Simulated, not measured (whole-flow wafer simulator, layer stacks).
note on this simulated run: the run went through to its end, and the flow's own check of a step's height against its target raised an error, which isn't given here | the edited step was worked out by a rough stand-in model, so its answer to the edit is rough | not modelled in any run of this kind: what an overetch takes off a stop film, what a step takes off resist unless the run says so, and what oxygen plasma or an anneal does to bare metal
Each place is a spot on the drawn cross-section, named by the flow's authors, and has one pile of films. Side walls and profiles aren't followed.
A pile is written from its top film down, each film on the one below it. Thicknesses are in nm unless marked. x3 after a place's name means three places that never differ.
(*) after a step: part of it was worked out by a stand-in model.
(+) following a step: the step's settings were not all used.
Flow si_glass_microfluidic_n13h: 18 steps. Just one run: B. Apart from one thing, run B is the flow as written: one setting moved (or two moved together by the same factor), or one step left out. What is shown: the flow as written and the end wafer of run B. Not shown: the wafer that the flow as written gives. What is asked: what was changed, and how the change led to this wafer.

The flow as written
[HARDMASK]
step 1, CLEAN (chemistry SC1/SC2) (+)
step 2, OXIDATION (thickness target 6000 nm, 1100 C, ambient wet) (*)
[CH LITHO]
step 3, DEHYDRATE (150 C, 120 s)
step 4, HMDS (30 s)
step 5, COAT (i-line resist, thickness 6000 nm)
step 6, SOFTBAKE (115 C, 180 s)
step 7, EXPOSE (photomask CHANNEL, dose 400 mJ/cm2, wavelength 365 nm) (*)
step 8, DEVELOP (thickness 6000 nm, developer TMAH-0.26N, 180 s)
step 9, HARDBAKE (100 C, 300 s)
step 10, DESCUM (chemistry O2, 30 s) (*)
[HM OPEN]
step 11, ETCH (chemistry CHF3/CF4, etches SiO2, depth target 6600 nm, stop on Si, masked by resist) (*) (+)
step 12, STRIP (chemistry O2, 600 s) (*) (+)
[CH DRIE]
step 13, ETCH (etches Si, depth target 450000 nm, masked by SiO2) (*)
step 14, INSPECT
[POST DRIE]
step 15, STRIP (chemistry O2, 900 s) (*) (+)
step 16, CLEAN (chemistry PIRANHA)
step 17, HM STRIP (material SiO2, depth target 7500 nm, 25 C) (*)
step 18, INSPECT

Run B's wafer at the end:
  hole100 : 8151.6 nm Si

What caused this: step 13, ETCH: depth target 528800 nm was run, while the flow as written has depth target 450000 nm.

The path from the change to this, step by step:
  step 13, ETCH (etches Si, depth target 450000 nm, masked by SiO2) (*)
      land: -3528 SiO2 (it would be, as written: -3004.3 SiO2)
      hole100: -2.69 chemical SiO2 (all of it), -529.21 um Si (it would be, as written: -2.69 chemical SiO2 (all of it), -450.64 um Si)
  step 17, HM STRIP (material SiO2, depth target 7500 nm, 25 C) (*)
      land: -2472 SiO2 (all of it) (it would be, as written: -2995.7 SiO2 (all of it))
